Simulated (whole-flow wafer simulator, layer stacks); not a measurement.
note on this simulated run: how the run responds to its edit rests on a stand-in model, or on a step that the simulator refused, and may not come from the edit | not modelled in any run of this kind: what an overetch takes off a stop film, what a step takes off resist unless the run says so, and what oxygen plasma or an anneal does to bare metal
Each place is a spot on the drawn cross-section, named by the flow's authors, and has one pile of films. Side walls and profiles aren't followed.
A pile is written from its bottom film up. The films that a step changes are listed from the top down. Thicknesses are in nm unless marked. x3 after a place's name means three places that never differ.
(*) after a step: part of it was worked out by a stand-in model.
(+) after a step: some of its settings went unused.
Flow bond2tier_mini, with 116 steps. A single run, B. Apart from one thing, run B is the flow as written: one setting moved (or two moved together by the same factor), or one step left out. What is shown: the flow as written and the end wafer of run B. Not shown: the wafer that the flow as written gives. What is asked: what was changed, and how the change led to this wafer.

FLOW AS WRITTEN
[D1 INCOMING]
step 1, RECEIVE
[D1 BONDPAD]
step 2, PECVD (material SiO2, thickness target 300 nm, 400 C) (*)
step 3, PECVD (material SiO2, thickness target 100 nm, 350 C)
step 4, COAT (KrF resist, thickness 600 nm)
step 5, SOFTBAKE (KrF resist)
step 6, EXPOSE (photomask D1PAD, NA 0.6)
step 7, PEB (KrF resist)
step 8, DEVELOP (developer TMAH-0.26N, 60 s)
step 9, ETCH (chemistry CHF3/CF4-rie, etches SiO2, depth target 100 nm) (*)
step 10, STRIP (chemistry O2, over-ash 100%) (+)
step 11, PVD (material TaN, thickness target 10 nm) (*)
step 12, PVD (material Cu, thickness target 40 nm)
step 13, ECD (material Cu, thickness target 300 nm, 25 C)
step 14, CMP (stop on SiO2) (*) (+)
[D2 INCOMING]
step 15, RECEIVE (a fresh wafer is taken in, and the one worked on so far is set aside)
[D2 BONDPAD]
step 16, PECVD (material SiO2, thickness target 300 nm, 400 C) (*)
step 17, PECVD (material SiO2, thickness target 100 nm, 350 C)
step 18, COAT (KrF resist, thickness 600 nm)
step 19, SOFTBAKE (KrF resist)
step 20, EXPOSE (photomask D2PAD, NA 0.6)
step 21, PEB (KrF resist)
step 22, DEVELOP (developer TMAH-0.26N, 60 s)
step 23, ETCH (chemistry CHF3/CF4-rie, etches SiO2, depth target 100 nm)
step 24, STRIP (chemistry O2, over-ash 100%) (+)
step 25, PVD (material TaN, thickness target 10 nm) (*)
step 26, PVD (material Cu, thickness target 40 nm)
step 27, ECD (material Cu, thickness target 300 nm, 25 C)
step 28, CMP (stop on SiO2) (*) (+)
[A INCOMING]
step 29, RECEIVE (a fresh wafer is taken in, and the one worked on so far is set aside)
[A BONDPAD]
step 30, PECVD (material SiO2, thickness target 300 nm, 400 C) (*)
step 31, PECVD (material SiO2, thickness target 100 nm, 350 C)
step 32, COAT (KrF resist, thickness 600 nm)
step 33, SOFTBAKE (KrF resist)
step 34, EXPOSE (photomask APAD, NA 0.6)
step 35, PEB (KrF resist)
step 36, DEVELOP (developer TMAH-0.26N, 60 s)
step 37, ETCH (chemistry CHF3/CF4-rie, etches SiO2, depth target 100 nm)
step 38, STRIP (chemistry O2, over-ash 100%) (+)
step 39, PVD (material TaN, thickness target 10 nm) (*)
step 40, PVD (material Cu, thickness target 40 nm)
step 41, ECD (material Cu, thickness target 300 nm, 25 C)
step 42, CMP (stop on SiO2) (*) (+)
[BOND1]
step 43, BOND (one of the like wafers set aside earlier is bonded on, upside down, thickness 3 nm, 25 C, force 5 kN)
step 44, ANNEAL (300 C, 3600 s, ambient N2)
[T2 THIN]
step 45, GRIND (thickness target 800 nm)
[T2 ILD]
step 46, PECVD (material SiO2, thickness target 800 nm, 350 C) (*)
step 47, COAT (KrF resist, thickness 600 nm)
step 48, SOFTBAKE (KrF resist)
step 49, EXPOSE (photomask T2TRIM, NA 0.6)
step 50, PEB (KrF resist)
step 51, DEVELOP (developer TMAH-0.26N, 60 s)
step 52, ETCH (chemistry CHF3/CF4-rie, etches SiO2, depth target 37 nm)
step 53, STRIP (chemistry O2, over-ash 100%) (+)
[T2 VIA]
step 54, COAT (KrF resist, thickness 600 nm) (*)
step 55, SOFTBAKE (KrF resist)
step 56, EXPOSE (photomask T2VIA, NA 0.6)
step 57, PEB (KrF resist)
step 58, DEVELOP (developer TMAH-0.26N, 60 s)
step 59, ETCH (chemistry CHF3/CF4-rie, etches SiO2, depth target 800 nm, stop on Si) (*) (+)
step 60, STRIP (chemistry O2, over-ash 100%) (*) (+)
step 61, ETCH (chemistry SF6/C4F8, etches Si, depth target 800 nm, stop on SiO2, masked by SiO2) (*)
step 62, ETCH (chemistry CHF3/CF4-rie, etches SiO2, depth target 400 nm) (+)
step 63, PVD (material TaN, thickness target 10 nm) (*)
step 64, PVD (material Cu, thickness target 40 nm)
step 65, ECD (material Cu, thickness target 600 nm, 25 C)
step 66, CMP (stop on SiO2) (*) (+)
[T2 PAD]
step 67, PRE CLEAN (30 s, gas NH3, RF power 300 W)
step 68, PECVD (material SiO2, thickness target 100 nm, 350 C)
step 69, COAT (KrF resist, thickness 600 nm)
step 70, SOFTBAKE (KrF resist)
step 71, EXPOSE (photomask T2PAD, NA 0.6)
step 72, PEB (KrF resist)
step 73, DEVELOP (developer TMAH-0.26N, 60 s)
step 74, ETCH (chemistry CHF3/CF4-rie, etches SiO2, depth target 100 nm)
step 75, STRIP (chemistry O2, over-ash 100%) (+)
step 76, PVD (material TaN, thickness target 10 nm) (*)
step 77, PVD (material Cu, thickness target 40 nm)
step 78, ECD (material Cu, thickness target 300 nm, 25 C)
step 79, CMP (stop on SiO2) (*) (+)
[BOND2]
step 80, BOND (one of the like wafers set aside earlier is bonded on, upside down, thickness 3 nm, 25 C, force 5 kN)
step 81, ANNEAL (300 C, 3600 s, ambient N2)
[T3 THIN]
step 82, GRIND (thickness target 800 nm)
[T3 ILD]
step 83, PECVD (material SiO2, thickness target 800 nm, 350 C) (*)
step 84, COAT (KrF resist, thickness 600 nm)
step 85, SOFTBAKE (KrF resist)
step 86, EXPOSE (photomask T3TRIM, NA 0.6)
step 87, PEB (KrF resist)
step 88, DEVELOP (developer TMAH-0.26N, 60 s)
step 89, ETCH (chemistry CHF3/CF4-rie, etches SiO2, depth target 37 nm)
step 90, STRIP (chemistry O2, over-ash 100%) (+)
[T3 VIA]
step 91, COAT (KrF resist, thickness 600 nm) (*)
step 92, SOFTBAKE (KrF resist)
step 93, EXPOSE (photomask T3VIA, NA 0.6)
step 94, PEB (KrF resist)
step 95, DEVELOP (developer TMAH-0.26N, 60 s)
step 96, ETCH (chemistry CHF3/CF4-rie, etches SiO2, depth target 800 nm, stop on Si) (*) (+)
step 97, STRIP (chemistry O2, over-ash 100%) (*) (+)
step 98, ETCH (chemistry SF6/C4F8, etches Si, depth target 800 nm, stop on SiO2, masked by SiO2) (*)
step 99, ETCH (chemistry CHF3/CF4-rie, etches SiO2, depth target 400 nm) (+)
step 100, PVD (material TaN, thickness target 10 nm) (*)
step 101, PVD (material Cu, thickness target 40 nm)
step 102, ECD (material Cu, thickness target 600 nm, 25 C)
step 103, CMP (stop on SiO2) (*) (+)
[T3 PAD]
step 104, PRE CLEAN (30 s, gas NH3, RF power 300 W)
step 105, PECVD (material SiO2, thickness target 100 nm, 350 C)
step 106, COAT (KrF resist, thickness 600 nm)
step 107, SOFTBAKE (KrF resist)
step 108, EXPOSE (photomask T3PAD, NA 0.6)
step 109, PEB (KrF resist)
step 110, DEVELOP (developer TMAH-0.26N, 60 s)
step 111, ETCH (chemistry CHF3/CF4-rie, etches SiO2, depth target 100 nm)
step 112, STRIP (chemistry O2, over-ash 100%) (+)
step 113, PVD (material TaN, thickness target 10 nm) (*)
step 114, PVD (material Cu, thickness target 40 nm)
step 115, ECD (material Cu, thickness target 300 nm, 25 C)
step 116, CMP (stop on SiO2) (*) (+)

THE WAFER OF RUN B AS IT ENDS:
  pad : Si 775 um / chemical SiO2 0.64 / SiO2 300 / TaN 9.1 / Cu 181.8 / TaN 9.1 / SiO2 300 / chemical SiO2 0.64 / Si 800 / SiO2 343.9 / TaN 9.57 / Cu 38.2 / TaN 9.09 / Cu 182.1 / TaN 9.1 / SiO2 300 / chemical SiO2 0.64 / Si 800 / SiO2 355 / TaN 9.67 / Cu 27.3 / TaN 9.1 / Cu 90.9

What caused this: step 52, ETCH: depth target 48.1 nm was run, whereas the flow has depth target 37 nm.

The path from the change to this, step by step:
  step 52, ETCH (chemistry CHF3/CF4-rie, etches SiO2, depth target 37 nm)
      pad, via: SiO2 loses 48.1 (it would be, as written: SiO2 loses 37)
      field: KrF resist loses 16 (it would be, as written: KrF resist loses 12.3)
